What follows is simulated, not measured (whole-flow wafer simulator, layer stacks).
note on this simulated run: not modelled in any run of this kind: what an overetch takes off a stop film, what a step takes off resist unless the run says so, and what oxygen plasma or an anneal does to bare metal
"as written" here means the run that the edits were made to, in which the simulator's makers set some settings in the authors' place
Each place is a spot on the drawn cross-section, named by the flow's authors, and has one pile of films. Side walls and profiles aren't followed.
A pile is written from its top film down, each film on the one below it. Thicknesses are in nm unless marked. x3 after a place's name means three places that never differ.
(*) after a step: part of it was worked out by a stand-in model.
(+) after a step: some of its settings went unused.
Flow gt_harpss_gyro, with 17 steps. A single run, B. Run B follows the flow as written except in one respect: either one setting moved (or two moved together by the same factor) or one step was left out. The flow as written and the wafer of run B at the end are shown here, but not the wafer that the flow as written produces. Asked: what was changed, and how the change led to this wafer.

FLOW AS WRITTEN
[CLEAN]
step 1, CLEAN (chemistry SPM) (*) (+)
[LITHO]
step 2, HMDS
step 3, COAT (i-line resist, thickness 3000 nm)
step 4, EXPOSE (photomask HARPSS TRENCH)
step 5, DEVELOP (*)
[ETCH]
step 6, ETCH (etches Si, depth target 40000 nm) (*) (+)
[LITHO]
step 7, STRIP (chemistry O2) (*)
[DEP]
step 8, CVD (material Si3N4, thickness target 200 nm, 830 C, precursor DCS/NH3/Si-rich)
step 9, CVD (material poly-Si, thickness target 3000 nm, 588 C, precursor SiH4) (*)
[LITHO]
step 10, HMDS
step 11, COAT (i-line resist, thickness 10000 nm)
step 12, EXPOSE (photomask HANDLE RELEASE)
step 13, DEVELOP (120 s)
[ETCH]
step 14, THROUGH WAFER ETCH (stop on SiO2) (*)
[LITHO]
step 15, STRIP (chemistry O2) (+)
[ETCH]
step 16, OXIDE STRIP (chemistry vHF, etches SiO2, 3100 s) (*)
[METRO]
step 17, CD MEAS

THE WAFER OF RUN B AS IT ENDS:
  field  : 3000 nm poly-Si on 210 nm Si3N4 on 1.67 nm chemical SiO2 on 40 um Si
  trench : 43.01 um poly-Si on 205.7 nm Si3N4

Cause: step 8, CVD: thickness target 210 nm was run, whereas the flow has thickness target 200 nm.
The wafer lets one read it off: field has Si3N4 210, and step 8 as written asks for 200 nm.

The path from the change to this, step by step:
  step 8, CVD (material Si3N4, thickness target 200 nm, 830 C, precursor DCS/NH3/Si-rich)
      field: +210 Si3N4 (new film) (in the flow as written it would be: +200 Si3N4 (new film))
      trench: +205.7 Si3N4 (new film) (in the flow as written it would be: +195.9 Si3N4 (new film))
